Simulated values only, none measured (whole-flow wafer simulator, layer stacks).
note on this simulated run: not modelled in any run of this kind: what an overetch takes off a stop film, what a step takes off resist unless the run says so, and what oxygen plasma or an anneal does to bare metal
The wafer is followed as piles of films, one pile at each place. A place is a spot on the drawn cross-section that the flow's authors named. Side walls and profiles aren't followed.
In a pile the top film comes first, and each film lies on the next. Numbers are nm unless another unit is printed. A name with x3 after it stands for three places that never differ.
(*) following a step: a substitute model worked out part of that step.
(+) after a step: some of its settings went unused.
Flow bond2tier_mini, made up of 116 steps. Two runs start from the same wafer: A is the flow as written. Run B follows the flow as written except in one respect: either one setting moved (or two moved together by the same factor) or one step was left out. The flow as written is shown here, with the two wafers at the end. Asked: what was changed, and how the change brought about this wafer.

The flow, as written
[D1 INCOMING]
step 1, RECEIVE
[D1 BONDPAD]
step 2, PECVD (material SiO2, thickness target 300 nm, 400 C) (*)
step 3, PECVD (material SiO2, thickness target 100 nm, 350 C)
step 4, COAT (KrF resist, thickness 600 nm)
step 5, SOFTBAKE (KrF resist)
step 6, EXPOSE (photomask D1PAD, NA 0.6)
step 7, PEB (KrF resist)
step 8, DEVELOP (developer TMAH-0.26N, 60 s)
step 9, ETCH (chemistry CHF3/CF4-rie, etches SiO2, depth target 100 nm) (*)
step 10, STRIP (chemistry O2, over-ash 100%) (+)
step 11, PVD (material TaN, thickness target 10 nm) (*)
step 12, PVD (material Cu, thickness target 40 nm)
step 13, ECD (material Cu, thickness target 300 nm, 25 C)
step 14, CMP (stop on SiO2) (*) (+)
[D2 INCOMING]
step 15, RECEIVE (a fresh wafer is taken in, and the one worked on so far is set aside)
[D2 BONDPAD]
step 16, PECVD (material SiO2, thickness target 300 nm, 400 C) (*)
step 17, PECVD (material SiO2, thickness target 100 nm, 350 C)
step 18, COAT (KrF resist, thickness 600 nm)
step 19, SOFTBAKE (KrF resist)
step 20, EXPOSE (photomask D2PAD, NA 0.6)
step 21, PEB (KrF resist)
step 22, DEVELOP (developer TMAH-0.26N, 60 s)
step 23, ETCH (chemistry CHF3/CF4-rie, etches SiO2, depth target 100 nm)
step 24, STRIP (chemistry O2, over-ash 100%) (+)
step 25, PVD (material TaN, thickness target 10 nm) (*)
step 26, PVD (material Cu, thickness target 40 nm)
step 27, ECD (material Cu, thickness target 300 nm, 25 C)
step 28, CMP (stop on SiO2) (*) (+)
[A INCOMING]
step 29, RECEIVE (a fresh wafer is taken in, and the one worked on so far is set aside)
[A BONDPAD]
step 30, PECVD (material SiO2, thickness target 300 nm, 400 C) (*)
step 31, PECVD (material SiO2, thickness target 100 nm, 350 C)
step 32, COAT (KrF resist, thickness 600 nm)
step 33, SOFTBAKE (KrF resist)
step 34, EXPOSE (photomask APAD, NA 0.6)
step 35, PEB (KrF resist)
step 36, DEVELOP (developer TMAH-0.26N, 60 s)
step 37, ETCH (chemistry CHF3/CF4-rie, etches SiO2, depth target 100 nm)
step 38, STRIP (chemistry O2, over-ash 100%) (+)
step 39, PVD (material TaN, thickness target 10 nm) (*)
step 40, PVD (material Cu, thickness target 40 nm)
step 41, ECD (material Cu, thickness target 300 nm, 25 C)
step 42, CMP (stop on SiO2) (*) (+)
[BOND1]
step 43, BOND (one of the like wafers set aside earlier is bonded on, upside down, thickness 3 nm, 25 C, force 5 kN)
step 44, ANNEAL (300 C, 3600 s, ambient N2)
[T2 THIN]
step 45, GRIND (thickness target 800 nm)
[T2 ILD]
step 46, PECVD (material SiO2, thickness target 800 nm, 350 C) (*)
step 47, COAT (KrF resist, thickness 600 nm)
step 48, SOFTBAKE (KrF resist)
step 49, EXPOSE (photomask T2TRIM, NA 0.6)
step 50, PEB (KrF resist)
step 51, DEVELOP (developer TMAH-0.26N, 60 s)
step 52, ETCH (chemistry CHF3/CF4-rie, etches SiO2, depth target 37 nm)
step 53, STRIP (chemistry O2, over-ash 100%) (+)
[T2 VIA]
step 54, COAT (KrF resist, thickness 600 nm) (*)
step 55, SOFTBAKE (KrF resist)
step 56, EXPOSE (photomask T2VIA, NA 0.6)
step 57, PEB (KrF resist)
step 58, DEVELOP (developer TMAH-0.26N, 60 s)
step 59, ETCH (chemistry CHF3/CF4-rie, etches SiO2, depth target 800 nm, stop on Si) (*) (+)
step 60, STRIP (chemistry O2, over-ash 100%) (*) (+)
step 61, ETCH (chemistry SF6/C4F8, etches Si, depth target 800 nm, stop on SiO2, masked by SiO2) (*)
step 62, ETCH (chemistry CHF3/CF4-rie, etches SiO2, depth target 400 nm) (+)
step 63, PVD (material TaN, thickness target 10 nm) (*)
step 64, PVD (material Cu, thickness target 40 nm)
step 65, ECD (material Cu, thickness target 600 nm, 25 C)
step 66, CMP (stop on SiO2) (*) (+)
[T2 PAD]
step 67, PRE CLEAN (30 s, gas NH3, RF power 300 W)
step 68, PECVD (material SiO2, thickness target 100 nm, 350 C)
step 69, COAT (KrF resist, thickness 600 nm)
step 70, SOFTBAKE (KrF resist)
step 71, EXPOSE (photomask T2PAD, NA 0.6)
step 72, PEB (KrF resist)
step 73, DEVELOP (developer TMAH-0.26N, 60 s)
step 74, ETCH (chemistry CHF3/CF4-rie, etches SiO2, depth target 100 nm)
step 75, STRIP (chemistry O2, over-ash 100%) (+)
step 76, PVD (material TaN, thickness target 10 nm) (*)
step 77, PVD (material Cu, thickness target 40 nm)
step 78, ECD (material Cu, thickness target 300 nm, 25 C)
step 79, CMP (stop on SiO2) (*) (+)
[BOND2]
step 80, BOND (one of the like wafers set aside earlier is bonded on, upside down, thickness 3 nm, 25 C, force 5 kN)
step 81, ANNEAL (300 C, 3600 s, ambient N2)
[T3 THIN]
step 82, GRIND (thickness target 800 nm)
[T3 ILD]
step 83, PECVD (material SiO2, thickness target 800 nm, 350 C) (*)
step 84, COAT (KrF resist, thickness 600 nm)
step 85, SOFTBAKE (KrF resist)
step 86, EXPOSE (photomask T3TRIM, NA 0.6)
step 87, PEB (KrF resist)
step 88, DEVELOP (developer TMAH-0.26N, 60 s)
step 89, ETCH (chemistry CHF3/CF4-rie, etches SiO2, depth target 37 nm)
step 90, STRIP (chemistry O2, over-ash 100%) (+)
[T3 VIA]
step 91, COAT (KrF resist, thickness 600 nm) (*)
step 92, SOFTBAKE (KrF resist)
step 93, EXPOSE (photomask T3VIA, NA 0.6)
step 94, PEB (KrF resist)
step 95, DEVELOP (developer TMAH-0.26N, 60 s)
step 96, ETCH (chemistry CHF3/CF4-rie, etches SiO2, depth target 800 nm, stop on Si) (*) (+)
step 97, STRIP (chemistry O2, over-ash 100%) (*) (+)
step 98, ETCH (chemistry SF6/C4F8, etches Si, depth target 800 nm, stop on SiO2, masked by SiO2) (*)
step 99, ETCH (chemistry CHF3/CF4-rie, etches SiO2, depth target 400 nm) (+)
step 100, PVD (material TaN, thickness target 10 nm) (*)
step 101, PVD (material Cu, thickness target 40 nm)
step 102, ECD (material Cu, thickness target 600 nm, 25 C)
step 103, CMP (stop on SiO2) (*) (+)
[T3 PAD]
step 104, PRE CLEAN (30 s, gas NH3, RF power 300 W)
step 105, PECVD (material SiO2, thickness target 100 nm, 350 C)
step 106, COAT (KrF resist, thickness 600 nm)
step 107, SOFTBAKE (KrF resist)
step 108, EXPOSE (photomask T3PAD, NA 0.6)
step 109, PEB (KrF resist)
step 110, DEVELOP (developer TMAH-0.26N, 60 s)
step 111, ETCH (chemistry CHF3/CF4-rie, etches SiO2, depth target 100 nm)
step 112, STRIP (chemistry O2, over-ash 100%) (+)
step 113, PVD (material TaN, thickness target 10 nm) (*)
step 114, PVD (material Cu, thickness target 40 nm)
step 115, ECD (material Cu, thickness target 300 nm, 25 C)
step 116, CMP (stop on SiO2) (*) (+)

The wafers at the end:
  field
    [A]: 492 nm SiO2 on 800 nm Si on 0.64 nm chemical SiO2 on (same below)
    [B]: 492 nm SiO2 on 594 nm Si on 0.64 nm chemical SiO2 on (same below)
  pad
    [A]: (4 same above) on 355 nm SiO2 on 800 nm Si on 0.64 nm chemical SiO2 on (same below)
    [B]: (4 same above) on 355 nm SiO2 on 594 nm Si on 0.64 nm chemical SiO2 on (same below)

Cause: step 82, GRIND: thickness target 594 nm was run, whereas the flow has thickness target 800 nm.
The wafer lets one read it off: field has Si 594, and step 82 as written asks for 800 nm.

How this came from the change, step by step:
  step 82, GRIND (thickness target 800 nm)
      field, pad: A -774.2 um Si | B -774.41 um Si
